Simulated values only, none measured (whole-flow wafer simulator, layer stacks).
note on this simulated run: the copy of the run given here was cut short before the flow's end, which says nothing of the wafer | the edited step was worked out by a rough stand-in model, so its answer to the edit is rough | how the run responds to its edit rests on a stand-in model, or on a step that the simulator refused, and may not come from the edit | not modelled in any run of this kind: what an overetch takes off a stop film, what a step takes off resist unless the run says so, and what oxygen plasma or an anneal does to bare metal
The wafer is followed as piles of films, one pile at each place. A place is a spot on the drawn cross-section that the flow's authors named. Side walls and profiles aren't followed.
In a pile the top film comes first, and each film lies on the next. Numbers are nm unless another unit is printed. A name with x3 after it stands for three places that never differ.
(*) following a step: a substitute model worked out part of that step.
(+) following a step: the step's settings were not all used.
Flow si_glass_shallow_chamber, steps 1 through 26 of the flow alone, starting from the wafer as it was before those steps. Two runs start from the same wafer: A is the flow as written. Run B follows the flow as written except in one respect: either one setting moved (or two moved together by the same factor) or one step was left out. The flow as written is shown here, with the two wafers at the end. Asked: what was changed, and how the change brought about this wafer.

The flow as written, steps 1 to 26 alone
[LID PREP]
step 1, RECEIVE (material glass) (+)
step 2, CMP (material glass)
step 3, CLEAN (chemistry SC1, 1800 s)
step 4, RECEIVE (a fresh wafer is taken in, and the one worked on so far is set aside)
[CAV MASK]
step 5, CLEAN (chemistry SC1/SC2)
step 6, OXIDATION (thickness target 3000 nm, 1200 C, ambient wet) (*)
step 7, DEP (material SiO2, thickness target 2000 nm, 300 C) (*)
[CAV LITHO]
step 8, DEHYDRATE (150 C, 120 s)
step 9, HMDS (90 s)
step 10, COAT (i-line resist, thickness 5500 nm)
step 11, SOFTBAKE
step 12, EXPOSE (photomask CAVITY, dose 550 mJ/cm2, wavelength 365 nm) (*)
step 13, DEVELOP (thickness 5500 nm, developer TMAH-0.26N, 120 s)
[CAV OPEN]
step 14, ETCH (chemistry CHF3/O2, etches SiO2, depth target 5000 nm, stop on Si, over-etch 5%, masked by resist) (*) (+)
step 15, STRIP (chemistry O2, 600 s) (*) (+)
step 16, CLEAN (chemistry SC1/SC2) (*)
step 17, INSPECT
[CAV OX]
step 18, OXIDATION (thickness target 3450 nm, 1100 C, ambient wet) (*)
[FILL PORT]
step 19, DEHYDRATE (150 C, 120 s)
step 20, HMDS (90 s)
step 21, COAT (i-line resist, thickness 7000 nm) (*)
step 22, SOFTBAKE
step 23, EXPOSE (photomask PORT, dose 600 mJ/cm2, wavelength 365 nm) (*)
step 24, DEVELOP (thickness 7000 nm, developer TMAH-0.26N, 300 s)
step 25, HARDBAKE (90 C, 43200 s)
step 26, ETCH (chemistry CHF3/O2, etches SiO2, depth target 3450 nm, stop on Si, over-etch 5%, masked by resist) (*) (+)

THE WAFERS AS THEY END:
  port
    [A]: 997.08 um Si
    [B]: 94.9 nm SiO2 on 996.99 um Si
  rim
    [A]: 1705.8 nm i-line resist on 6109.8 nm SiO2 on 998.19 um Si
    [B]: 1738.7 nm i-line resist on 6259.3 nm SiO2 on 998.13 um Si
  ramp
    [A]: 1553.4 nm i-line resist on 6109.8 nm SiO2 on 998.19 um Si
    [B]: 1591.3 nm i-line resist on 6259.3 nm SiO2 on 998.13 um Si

Cause: step 18, OXIDATION: 1129 C was run, though the flow has 1100 C.

Step by step, how the change led to this:
  step 18, OXIDATION (thickness target 3450 nm, 1100 C, ambient wet) (*)
      rim, ramp, septum, ring: A SiO2 gains 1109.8, Si loses 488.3 | B SiO2 gains 1259.3, Si loses 554.1
      cav, port: A SiO2 gains 3450 (new film), chemical SiO2 loses 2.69 (all of it), Si loses 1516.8 | B SiO2 gains 3717.4 (new film), chemical SiO2 loses 2.69 (all of it), Si loses 1634.5
  step 25, HARDBAKE (90 C, 43200 s)
      ramp: A i-line resist loses 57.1 | B i-line resist loses 58.4
  step 26, ETCH (chemistry CHF3/O2, etches SiO2, depth target 3450 nm, stop on Si, over-etch 5%, masked by resist) (*) (+)
      port: A SiO2 loses 3450 (all of it), Si loses 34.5 | B SiO2 loses 3622.5
